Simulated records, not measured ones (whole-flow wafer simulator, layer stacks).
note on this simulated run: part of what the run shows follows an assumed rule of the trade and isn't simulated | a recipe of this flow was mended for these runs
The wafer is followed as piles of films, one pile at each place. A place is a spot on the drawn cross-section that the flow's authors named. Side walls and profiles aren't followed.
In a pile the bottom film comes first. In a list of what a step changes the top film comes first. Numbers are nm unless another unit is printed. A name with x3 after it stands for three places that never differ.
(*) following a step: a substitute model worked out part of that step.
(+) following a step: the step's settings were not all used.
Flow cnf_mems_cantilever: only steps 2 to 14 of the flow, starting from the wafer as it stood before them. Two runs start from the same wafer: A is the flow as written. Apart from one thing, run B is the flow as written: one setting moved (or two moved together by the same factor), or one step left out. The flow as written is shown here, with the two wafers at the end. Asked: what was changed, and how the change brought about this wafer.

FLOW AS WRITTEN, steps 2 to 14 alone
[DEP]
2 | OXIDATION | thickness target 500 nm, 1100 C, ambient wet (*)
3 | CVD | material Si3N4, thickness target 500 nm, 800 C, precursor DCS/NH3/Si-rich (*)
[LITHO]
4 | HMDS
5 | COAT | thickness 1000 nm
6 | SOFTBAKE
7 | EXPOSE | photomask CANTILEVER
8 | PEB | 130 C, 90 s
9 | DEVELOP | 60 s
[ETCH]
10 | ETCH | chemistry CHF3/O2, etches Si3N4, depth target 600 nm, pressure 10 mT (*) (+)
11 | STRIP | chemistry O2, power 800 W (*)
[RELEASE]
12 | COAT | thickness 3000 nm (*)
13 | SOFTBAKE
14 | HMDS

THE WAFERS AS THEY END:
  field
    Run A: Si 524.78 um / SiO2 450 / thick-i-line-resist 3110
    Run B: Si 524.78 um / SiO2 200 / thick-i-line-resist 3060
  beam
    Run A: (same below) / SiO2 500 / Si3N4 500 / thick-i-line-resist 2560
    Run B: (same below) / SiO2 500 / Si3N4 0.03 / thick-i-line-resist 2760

What caused this: step 3, CVD: 440 C was run, whereas the flow has 800 C.

How this came from the change, step by step:
  3 | CVD | material Si3N4, thickness target 500 nm, 800 C, precursor DCS/NH3/Si-rich (*)
      field, beam: A Si3N4 gains 500 (new film) | B Si3N4 gains 0.03 (new film)
  10 | ETCH | chemistry CHF3/O2, etches Si3N4, depth target 600 nm, pressure 10 mT (*) (+)
      field: A Si3N4 loses 500 (all of it), SiO2 loses 50 | B Si3N4 loses 0.03 (all of it), SiO2 loses 300
  12 | COAT | thickness 3000 nm (*)
      beam: A thick-i-line-resist gains 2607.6 (new film) | B thick-i-line-resist gains 2783.7 (new film)
  13 | SOFTBAKE
      field: A thick-i-line-resist gains 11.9 | B thick-i-line-resist gains 5.93
      beam: A thick-i-line-resist loses 47.6 | B thick-i-line-resist loses 23.7
